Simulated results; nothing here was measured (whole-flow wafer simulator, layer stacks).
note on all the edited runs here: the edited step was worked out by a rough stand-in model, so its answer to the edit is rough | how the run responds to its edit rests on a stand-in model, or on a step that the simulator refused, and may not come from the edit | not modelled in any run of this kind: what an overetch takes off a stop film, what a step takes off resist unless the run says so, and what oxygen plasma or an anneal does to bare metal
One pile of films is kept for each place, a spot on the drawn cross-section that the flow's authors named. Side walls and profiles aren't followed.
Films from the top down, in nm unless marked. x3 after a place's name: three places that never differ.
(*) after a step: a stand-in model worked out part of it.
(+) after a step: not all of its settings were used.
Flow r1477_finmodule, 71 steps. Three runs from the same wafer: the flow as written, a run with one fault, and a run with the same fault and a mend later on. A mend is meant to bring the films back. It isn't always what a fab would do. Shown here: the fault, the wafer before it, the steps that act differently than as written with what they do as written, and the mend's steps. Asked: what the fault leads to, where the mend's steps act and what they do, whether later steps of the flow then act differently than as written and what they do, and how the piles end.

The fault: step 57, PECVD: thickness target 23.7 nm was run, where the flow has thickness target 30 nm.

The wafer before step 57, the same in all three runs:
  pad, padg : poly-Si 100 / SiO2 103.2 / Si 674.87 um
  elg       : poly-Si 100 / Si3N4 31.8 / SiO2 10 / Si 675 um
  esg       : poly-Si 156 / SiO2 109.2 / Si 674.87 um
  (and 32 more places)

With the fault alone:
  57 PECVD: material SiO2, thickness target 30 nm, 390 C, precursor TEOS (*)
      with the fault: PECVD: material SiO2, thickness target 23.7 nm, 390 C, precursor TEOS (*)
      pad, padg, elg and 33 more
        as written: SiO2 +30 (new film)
        with the fault: SiO2 +23.7 (new film)
  Later steps of the flow that act differently than as written (3 more steps differ only slightly, by at most 2% or 0.5 nm, whichever is larger, and aren't shown):
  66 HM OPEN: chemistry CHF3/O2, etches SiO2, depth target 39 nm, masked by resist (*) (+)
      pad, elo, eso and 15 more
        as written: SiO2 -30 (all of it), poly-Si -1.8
        with the fault: SiO2 -23.7 (all of it), poly-Si -2.37
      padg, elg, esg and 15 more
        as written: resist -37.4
        with the fault: resist -34.1
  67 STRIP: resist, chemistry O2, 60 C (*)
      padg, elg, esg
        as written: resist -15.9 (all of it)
        with the fault: resist -19.2 (all of it)
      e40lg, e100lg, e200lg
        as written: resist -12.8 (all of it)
        with the fault: resist -16.1 (all of it)
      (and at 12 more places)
  At the end the piles differ from the flow's by more than 2% or 0.5 nm, whichever is larger, at padg, elg, esg and 15 more.
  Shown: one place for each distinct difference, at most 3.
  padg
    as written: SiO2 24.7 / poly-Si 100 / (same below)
    with the fault: SiO2 18.4 / poly-Si 100 / (same below)
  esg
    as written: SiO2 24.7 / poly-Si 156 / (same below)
    with the fault: SiO2 18.4 / poly-Si 156 / (same below)
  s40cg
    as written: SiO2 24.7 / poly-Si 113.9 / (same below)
    with the fault: SiO2 18.4 / poly-Si 113.9 / (same below)

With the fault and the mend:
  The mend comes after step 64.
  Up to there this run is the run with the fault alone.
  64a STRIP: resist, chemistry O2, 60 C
      padg, elg, esg
        resist -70 (all of it)
      e40lg, e100lg, e200lg
        resist -66.9 (all of it)
      s40sg, s45sg
        resist -91 (all of it)
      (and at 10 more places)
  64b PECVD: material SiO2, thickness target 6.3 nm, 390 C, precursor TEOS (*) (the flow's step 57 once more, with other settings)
      pad, padg, elg and 33 more
        SiO2 +6.3
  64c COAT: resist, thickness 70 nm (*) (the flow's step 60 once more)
      e40lg, e100lg, e200lg, elo, e40lo, e100lo, e200lo
        resist +66.9 (new film)
      pad, padg, elg, esg
        resist +70 (new film)
      s40sg, s45sg, s40so, s45so
        resist +91 (new film)
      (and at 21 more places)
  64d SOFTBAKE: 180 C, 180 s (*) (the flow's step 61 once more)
      changes no film at any place that is followed
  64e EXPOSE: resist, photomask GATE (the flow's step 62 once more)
      changes no film at any place that is followed
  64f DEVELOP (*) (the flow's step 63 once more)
      elo, e40lo, e100lo, e200lo
        resist -66.9 (all of it)
      eso, e40so
        resist -129.5 (all of it)
      s40so, s45so
        resist -91 (all of it)
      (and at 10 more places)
  No later step of the flow acts differently than as written at any place that is followed.
  At the end the piles are the same as the flow's at every place that both follow.
